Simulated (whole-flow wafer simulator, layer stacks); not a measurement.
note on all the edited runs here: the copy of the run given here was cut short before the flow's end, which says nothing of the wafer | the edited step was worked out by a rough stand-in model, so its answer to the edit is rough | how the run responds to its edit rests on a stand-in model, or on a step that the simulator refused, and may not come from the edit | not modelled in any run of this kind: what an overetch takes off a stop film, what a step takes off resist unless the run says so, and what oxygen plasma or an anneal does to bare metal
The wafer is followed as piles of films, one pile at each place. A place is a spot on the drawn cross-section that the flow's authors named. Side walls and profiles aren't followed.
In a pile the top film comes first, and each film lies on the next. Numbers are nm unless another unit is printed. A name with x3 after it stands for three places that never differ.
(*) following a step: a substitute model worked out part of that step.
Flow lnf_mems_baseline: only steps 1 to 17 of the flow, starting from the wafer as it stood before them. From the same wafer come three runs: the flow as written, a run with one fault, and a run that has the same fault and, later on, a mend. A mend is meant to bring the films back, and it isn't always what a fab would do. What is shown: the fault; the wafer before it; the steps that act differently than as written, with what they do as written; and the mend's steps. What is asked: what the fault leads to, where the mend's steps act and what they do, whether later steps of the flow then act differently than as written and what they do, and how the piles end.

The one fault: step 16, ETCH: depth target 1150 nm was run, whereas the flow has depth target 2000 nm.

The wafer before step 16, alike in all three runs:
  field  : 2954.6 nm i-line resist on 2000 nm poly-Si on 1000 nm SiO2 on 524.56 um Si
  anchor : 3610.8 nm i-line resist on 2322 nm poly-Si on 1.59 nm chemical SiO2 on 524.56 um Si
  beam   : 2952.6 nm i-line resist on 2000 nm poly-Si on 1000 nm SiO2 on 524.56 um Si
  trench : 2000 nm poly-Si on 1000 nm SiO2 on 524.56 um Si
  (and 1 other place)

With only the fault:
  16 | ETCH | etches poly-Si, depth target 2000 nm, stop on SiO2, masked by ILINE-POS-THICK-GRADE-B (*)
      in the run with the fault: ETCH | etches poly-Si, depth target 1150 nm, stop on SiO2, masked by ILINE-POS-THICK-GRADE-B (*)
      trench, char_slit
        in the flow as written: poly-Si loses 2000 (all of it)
        in the run with the fault: poly-Si loses 1150
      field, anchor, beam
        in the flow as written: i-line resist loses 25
        in the run with the fault: i-line resist loses 14.4
  Later steps of the flow acting differently than as written:
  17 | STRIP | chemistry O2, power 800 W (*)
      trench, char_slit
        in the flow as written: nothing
        in the run with the fault: chemical SiO2 gains 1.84 (new film), poly-Si loses 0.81
  The piles end different from the flow's at trench, char_slit by more than 2% or 0.5 nm, whichever is larger.
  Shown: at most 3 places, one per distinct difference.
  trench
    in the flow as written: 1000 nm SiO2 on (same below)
    in the run with the fault: 1.84 nm chemical SiO2 on 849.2 nm poly-Si on 1000 nm SiO2 on (same below)

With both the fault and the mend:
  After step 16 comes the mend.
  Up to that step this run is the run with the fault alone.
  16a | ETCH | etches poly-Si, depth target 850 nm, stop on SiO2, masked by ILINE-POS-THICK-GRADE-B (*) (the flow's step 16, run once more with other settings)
      field, anchor, beam
        i-line resist loses 10.6
      trench, char_slit
        poly-Si loses 850 (all of it)
  Every later step of the flow that is run acts as written at every place that is followed.
  By the end, the piles equal the flow's at every place that both follow.
